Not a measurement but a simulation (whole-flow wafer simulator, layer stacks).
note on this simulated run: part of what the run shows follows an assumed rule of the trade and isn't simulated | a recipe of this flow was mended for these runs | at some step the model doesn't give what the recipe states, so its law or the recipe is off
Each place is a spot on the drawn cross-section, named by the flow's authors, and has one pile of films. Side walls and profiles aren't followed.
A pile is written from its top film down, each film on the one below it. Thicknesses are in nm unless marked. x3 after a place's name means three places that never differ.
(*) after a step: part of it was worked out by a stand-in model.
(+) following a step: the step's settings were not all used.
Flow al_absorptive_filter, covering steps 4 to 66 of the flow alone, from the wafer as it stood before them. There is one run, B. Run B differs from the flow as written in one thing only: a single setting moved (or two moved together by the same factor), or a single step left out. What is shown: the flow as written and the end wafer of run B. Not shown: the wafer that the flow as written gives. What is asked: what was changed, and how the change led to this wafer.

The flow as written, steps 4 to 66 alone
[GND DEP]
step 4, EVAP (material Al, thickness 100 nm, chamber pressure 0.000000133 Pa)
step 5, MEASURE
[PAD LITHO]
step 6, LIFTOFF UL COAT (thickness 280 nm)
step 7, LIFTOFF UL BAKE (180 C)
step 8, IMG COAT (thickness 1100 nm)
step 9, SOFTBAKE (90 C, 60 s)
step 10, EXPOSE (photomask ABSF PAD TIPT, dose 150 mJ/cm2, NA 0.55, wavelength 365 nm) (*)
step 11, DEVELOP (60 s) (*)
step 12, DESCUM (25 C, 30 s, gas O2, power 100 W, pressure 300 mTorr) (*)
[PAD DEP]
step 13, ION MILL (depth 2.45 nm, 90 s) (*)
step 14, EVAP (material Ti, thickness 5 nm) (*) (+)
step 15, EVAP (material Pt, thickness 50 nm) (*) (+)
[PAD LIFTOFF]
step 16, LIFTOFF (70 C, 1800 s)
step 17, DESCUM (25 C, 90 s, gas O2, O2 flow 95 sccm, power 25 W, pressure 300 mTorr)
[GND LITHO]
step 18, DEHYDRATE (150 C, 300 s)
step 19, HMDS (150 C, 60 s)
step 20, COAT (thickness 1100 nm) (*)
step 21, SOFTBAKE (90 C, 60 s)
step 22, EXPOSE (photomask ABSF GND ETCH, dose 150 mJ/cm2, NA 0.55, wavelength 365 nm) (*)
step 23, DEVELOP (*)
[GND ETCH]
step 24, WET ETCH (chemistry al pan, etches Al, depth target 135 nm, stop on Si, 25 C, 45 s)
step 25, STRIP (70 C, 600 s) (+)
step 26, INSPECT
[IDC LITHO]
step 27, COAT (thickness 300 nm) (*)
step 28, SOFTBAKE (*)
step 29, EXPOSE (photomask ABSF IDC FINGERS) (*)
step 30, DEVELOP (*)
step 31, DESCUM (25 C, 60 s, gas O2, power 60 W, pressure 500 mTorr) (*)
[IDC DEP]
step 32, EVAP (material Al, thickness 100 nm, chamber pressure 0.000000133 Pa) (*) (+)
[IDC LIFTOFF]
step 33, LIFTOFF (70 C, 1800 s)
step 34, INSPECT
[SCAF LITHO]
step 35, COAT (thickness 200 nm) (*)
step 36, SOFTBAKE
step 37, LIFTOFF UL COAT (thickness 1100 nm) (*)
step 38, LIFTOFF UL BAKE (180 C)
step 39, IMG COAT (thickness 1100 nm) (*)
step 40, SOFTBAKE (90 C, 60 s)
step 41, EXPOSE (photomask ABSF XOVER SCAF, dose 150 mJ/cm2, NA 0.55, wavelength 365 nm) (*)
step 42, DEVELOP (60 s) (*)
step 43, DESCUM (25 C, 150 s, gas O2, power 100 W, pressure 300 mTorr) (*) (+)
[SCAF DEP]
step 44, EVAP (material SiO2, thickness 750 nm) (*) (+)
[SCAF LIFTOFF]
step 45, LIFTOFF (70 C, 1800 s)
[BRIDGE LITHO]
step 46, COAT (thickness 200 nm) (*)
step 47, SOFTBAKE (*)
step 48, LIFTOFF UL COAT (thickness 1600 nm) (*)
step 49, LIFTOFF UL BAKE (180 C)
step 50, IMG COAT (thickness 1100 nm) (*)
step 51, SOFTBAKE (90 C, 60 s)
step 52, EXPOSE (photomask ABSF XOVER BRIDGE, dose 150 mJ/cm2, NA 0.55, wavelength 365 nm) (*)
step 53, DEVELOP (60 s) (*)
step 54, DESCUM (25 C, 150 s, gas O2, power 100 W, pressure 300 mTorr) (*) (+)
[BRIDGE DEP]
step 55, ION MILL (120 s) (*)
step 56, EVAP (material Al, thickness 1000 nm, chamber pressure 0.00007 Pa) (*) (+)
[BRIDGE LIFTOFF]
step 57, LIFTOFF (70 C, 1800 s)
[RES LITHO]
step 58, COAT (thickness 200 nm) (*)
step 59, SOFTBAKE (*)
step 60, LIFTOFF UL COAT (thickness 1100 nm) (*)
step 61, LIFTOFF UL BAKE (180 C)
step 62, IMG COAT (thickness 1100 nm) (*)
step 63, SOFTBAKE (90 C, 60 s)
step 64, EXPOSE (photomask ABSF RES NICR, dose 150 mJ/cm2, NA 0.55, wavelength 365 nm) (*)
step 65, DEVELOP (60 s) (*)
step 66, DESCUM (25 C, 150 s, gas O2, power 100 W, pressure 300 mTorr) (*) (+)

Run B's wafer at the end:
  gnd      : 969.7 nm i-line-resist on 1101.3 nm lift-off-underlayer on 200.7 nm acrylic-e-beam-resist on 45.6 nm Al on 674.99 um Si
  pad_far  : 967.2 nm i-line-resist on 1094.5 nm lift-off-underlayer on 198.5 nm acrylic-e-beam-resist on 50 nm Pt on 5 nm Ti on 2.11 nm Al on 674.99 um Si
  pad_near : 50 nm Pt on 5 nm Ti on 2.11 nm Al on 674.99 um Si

What caused this: step 4, EVAP: thickness 45.62 nm was run, whereas the flow has thickness 100 nm.
The wafer itself shows it: gnd has Al 45.6, and step 4 as written asks for 100 nm.

Step by step, how the change led to this:
  step 4, EVAP (material Al, thickness 100 nm, chamber pressure 0.000000133 Pa)
      gnd, pad_far, pad_near and 11 more: +45.6 Al (new film) (in the flow as written it would be: +100 Al (new film))
  step 24, WET ETCH (chemistry al pan, etches Al, depth target 135 nm, stop on Si, 25 C, 45 s)
      res, xl_gap, idc_field, idc_line, idc_space: -32.3 Al (all of it) (in the flow as written it would be: -86.7 Al (all of it))
  step 27, COAT (thickness 300 nm) (*)
      ledge: +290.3 e-beam-resist (new film) (in the flow as written it would be: +274.4 e-beam-resist (new film))
      res: +323.6 e-beam-resist (new film) (in the flow as written it would be: +349.6 e-beam-resist (new film))
      (also at 2 further places)
  step 33, LIFTOFF (70 C, 1800 s)
      ledge: -100 Al (all of it), -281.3 e-beam-resist (all of it) (in the flow as written it would be: -100 Al (all of it), -265.3 e-beam-resist (all of it))
      res: -100 Al (all of it), -314.6 e-beam-resist (all of it) (in the flow as written it would be: -100 Al (all of it), -340.6 e-beam-resist (all of it))
      (also at 2 further places)
  step 35, COAT (thickness 200 nm) (*)
      ledge: +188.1 acrylic-e-beam-resist (new film) (in the flow as written it would be: +169.8 acrylic-e-beam-resist (new film))
      res: +215.5 acrylic-e-beam-resist (new film) (in the flow as written it would be: +231.4 acrylic-e-beam-resist (new film))
      (also at 2 further places)
  step 37, LIFTOFF UL COAT (thickness 1100 nm) (*)
      res: +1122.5 lift-off-underlayer (new film) (in the flow as written it would be: +1148.2 lift-off-underlayer (new film))
  step 43, DESCUM (25 C, 150 s, gas O2, power 100 W, pressure 300 mTorr) (*) (+)
      gnd, pad_far, pad_near and 7 more: -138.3 i-line-resist (in the flow as written it would be: -159.6 i-line-resist)
      xl_gap: -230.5 acrylic-e-beam-resist (all of it) (in the flow as written it would be: -265.9 acrylic-e-beam-resist (all of it))
      (also at 1 further place)
  step 45, LIFTOFF (70 C, 1800 s)
      gnd, xa_field, xl_land, idc_field: -750 SiO2 (all of it), -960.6 i-line-resist (all of it), -1100 lift-off-underlayer (all of it), -200 acrylic-e-beam-resist (all of it) (in the flow as written it would be: -750 SiO2 (all of it), -939.4 i-line-resist (all of it), -1100 lift-off-underlayer (all of it), -200 acrylic-e-beam-resist (all of it))
      pad_far: -750 SiO2 (all of it), -958.2 i-line-resist (all of it), -1094.5 lift-off-underlayer (all of it), -198.5 acrylic-e-beam-resist (all of it) (in the flow as written it would be: -750 SiO2 (all of it), -937 i-line-resist (all of it), -1092.7 lift-off-underlayer (all of it), -198.5 acrylic-e-beam-resist (all of it))
      (also at 4 further places)
  step 46, COAT (thickness 200 nm) (*)
      ledge: +188.1 acrylic-e-beam-resist (new film) (in the flow as written it would be: +169.8 acrylic-e-beam-resist (new film))
      res: +215.5 acrylic-e-beam-resist (new film) (in the flow as written it would be: +231.4 acrylic-e-beam-resist (new film))
      (also at 2 further places)
  step 48, LIFTOFF UL COAT (thickness 1600 nm) (*)
      xl_gap: +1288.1 lift-off-underlayer (new film) (in the flow as written it would be: +1316.9 lift-off-underlayer (new film))
  step 53, DEVELOP (60 s) (*)
      xl_gap: -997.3 i-line-resist (all of it), -1288.1 lift-off-underlayer (all of it) (in the flow as written it would be: -1001.2 i-line-resist (all of it), -1316.9 lift-off-underlayer (all of it))
  step 54, DESCUM (25 C, 150 s, gas O2, power 100 W, pressure 300 mTorr) (*) (+)
      xl_gap: -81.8 acrylic-e-beam-resist (all of it) (in the flow as written it would be: -97.9 acrylic-e-beam-resist (all of it))
      xl_turn: -150.9 acrylic-e-beam-resist (all of it) (in the flow as written it would be: -141.8 acrylic-e-beam-resist (all of it))
  step 57, LIFTOFF (70 C, 1800 s)
      ledge: -1000 Al (all of it), -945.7 i-line-resist (all of it), -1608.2 lift-off-underlayer (all of it), -188.1 acrylic-e-beam-resist (all of it) (in the flow as written it would be: -1000 Al (all of it), -951.7 i-line-resist (all of it), -1617.2 lift-off-underlayer (all of it), -169.8 acrylic-e-beam-resist (all of it))
      res: -1000 Al (all of it), -947.3 i-line-resist (all of it), -1624.8 lift-off-underlayer (all of it), -215.5 acrylic-e-beam-resist (all of it) (in the flow as written it would be: -1000 Al (all of it), -954.3 i-line-resist (all of it), -1653.2 lift-off-underlayer (all of it), -231.4 acrylic-e-beam-resist (all of it))
  step 58, COAT (thickness 200 nm) (*)
      ledge: +188.1 acrylic-e-beam-resist (new film) (in the flow as written it would be: +169.8 acrylic-e-beam-resist (new film))
      res: +215.5 acrylic-e-beam-resist (new film) (in the flow as written it would be: +231.4 acrylic-e-beam-resist (new film))
      (also at 2 further places)
  step 60, LIFTOFF UL COAT (thickness 1100 nm) (*)
      res: +1122.5 lift-off-underlayer (new film) (in the flow as written it would be: +1148.2 lift-off-underlayer (new film))
      xl_gap: +799.7 lift-off-underlayer (new film) (in the flow as written it would be: +831.4 lift-off-underlayer (new film))
  step 65, DEVELOP (60 s) (*)
      res: -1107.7 i-line-resist (all of it), -1122.5 lift-off-underlayer (all of it) (in the flow as written it would be: -1116.9 i-line-resist (all of it), -1148.2 lift-off-underlayer (all of it))
  step 66, DESCUM (25 C, 150 s, gas O2, power 100 W, pressure 300 mTorr) (*) (+)
      gnd, pad_far, xa_field and 8 more: -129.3 i-line-resist (in the flow as written it would be: -138.9 i-line-resist)
      ledge: -188.1 acrylic-e-beam-resist (all of it) (in the flow as written it would be: -169.8 acrylic-e-beam-resist (all of it))
      (also at 1 further place)
